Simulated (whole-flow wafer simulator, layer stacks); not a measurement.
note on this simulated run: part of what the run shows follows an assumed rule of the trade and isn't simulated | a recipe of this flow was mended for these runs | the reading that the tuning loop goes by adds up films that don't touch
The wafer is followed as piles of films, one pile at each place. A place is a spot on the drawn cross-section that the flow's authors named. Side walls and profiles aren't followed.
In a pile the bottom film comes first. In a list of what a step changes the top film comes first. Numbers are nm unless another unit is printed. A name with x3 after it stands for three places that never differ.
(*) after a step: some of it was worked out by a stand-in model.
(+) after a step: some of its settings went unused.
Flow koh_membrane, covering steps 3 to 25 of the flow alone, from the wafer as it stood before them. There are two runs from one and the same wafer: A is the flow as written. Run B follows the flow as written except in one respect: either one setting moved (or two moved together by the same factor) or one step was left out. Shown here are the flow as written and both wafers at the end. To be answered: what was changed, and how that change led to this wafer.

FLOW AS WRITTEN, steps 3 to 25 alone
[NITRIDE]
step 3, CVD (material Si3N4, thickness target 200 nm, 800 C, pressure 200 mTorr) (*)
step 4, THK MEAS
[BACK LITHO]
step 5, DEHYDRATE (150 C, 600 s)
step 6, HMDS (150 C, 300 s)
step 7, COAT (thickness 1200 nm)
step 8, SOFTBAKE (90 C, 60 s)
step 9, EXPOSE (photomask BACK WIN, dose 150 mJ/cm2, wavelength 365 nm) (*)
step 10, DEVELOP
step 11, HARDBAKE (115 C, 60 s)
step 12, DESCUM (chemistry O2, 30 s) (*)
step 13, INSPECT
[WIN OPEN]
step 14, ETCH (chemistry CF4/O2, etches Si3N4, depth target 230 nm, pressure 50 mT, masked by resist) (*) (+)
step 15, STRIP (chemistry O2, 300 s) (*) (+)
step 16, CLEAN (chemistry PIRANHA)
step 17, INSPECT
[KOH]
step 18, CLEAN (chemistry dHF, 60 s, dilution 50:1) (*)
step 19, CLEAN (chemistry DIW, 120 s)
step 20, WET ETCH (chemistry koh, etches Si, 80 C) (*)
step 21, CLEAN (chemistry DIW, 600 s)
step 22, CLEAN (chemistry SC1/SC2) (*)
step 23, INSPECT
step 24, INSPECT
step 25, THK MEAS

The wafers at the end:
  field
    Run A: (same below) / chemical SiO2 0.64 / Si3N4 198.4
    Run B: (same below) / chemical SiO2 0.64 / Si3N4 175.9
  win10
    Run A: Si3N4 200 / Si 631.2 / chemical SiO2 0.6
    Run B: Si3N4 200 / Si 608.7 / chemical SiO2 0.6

What caused this: step 3, CVD: thickness target 177.5 nm was run, while the flow as written has thickness target 200 nm.

The path from the change to this, step by step:
  step 3, CVD (material Si3N4, thickness target 200 nm, 800 C, pressure 200 mTorr) (*)
      field, win20 x4, win10: A Si3N4 gains 200 (new film) | B Si3N4 gains 177.5 (new film)
  step 14, ETCH (chemistry CF4/O2, etches Si3N4, depth target 230 nm, pressure 50 mT, masked by resist) (*) (+)
      win20 x4, win10: A Si3N4 loses 200 (all of it), chemical SiO2 loses 0.64 (all of it), Si loses 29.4 | B Si3N4 loses 177.5 (all of it), chemical SiO2 loses 0.64 (all of it), Si loses 51.9
